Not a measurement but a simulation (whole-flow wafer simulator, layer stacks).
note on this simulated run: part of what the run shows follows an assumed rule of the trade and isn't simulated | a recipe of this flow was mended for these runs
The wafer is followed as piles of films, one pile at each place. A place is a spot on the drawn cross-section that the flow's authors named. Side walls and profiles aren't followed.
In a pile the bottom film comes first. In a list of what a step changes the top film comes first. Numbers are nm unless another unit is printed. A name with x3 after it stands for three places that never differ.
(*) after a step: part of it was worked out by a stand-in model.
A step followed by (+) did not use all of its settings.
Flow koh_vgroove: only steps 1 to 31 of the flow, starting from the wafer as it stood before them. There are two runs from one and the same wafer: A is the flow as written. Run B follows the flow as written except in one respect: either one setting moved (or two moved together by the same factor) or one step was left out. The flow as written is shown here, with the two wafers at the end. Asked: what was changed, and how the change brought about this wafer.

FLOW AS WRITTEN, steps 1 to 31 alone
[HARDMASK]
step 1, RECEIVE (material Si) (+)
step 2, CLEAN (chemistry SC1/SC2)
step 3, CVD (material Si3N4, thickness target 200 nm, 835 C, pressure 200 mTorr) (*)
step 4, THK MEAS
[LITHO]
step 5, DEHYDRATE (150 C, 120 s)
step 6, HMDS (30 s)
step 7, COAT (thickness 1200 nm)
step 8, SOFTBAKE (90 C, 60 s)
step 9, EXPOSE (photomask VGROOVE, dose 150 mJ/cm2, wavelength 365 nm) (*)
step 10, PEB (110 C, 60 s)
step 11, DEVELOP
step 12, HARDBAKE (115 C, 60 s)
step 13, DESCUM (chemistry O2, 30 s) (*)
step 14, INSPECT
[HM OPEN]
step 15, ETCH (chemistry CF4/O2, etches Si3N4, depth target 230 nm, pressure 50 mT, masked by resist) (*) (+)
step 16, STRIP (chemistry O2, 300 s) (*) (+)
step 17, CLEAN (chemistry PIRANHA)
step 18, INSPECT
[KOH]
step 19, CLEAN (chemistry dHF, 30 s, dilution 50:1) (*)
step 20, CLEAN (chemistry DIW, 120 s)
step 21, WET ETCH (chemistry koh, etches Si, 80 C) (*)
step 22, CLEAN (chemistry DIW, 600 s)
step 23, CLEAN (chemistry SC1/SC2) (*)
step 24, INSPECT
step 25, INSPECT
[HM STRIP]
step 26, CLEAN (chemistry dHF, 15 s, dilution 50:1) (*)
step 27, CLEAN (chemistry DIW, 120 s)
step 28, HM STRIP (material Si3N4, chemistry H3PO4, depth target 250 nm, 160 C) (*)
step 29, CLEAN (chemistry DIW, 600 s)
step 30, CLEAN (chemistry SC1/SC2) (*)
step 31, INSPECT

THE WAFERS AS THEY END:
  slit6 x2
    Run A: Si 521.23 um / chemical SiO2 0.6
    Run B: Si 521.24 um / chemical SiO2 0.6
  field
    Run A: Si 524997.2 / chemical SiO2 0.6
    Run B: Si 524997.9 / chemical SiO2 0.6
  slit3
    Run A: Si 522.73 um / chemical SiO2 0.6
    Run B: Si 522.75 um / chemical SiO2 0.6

Cause: step 3, CVD: thickness target 214 nm was run, though the flow has thickness target 200 nm.

The path from the change to this, step by step:
  step 3, CVD (material Si3N4, thickness target 200 nm, 835 C, pressure 200 mTorr) (*)
      field, slit3, slit2, slit6 x2: A Si3N4 gains 200 (new film) | B Si3N4 gains 214 (new film)
  step 15, ETCH (chemistry CF4/O2, etches Si3N4, depth target 230 nm, pressure 50 mT, masked by resist) (*) (+)
      slit3, slit2, slit6 x2: A Si3N4 loses 200 (all of it), chemical SiO2 loses 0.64 (all of it), Si loses 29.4 | B Si3N4 loses 214 (all of it), chemical SiO2 loses 0.64 (all of it), Si loses 15.4
  step 28, HM STRIP (material Si3N4, chemistry H3PO4, depth target 250 nm, 160 C) (*)
      field: A Si3N4 loses 198.7 (all of it), chemical SiO2 loses 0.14, Si loses 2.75 | B Si3N4 loses 212.7 (all of it), chemical SiO2 loses 0.14, Si loses 2.05
